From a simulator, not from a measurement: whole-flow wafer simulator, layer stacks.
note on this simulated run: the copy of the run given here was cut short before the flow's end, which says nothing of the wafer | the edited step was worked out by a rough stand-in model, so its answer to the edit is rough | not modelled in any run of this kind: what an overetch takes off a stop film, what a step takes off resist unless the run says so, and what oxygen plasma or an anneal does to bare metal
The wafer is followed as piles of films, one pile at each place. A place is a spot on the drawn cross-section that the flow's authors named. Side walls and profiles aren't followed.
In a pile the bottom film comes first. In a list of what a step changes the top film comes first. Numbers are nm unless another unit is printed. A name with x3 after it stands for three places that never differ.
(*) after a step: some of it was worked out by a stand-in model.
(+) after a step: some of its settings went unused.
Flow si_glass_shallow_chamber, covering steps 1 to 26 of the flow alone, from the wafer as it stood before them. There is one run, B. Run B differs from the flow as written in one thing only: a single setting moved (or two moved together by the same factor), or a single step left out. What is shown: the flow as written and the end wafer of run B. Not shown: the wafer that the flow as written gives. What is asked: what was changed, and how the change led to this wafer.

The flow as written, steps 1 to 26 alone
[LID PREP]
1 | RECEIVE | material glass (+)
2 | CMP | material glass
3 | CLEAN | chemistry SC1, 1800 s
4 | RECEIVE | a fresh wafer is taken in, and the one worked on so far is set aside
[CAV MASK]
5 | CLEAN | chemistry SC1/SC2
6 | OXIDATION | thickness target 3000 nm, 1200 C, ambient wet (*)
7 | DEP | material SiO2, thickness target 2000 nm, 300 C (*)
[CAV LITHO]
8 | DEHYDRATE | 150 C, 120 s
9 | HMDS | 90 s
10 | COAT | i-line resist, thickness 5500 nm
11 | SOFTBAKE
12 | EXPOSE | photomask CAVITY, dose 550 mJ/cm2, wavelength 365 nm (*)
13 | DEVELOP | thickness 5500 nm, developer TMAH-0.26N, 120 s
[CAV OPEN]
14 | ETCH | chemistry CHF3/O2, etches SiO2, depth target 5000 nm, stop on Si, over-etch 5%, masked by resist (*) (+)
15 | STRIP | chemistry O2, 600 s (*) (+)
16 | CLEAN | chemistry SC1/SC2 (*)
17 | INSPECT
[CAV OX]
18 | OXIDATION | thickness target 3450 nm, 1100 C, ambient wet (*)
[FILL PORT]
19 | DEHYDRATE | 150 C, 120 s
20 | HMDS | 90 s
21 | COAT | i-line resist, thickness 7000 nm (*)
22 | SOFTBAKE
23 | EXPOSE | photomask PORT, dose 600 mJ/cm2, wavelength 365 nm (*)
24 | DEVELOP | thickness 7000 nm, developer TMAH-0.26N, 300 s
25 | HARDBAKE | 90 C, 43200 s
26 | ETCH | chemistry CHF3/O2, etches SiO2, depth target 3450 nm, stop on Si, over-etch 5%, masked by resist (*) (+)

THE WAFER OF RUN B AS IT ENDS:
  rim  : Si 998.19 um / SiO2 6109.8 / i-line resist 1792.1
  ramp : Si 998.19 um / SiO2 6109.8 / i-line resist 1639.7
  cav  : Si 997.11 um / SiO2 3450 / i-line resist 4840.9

Cause: step 26, ETCH: over-etch 2% was run, whereas the flow has over-etch 5%.

How this came from the change, step by step:
  26 | ETCH | chemistry CHF3/O2, etches SiO2, depth target 3450 nm, stop on Si, over-etch 5%, masked by resist (*) (+)
      rim, ramp, cav, ring: i-line resist loses 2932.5 (it would be, as written: i-line resist loses 3018.8)
      port: SiO2 loses 3450 (all of it), Si loses 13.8 (it would be, as written: SiO2 loses 3450 (all of it), Si loses 34.5)
      (and at 1 other place as well)
